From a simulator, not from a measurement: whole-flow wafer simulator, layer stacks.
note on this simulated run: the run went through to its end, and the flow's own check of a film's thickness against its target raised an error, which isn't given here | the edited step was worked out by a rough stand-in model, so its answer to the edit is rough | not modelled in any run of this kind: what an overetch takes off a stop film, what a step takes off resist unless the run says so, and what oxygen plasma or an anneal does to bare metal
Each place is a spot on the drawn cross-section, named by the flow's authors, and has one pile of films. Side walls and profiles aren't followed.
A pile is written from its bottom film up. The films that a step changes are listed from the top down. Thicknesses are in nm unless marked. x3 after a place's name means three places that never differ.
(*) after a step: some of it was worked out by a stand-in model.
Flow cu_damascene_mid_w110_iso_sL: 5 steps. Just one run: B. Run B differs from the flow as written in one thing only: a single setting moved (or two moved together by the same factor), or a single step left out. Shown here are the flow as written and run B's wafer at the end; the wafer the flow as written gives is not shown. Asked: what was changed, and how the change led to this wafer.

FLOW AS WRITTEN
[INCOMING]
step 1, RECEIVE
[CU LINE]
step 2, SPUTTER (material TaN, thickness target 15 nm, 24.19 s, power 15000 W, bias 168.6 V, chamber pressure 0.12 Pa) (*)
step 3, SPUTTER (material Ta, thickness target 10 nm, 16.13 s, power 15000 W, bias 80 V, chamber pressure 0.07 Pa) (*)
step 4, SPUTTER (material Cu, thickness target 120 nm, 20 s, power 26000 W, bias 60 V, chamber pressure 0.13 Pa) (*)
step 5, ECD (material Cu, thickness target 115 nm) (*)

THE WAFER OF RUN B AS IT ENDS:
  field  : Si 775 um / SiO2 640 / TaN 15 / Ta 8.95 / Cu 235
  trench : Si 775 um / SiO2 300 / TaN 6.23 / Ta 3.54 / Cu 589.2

Cause: step 3, SPUTTER: power 13420 W was run, whereas the flow has power 15000 W.

The path from the change to this, step by step:
  step 3, SPUTTER (material Ta, thickness target 10 nm, 16.13 s, power 15000 W, bias 80 V, chamber pressure 0.07 Pa) (*)
      field: Ta gains 8.95 (new film) (in the flow as written it would be: Ta gains 10 (new film))
      trench: Ta gains 3.54 (new film) (in the flow as written it would be: Ta gains 4.05 (new film))
